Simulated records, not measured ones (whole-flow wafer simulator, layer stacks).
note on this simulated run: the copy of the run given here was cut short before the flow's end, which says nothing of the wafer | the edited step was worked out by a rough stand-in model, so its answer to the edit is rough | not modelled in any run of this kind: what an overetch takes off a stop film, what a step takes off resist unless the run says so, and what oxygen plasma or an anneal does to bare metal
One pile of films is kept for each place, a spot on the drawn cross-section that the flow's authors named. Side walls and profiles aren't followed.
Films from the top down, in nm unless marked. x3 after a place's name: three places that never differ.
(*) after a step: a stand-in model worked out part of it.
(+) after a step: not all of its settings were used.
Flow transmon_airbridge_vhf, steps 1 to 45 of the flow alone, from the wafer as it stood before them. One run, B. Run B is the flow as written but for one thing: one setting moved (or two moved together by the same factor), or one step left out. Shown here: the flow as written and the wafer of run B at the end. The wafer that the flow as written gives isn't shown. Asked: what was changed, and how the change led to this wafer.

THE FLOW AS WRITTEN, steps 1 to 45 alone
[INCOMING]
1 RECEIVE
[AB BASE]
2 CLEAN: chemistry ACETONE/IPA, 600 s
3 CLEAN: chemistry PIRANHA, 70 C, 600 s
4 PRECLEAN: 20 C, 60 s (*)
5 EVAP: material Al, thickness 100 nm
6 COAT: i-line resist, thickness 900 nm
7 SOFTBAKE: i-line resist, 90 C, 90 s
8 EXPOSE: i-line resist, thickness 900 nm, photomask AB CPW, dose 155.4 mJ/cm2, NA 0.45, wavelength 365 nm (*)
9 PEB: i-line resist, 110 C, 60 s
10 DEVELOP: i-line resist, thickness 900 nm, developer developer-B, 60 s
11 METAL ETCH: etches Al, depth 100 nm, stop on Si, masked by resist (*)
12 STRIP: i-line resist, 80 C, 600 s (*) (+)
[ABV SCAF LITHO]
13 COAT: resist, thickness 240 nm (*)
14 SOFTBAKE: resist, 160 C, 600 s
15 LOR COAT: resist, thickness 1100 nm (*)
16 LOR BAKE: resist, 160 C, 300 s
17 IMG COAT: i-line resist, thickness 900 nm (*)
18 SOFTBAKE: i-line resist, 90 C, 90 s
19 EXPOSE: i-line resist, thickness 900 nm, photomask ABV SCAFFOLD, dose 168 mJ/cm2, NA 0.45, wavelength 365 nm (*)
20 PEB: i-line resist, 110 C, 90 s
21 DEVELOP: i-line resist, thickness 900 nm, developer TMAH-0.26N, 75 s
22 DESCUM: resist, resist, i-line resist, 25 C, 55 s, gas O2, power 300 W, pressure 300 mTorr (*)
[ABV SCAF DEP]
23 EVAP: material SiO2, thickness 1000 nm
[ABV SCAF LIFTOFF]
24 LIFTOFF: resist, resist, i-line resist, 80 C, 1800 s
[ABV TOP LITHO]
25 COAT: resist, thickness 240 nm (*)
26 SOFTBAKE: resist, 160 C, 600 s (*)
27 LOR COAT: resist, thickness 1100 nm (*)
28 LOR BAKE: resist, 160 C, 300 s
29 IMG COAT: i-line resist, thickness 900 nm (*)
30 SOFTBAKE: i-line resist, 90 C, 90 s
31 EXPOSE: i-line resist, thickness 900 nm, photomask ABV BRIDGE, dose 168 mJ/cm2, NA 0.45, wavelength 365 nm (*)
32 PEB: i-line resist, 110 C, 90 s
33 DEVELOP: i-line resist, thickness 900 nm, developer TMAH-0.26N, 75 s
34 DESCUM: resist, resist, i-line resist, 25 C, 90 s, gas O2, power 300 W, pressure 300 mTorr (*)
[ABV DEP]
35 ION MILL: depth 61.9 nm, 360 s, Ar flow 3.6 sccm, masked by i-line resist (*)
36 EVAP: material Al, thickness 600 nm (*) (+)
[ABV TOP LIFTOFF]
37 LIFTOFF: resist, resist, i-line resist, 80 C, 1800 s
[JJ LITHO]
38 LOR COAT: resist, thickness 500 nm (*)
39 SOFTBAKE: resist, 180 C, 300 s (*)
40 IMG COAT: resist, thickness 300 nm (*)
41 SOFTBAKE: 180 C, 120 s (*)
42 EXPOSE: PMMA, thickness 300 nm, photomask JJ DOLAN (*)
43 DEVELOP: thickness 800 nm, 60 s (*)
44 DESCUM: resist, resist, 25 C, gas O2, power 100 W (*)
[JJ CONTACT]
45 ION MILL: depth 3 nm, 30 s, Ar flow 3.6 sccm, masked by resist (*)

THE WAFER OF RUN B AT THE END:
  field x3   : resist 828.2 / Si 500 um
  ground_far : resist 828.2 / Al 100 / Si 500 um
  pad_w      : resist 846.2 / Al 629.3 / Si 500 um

The cause: step 40, IMG COAT: thickness 360 nm was run, where the flow has thickness 300 nm.

How the change led to this, step by step:
  40 IMG COAT: resist, thickness 300 nm (*)
      field x3, jj_line, ground_far, trace_open_s x2: resist +360 (as written it would be: resist +300)
      pad_w, pad_e: resist +360.9 (as written it would be: resist +300.1)
      (and at 8 more places)
  43 DEVELOP: thickness 800 nm, 60 s (*)
      jj_line: resist -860 (all of it) (as written it would be: resist -800 (all of it))
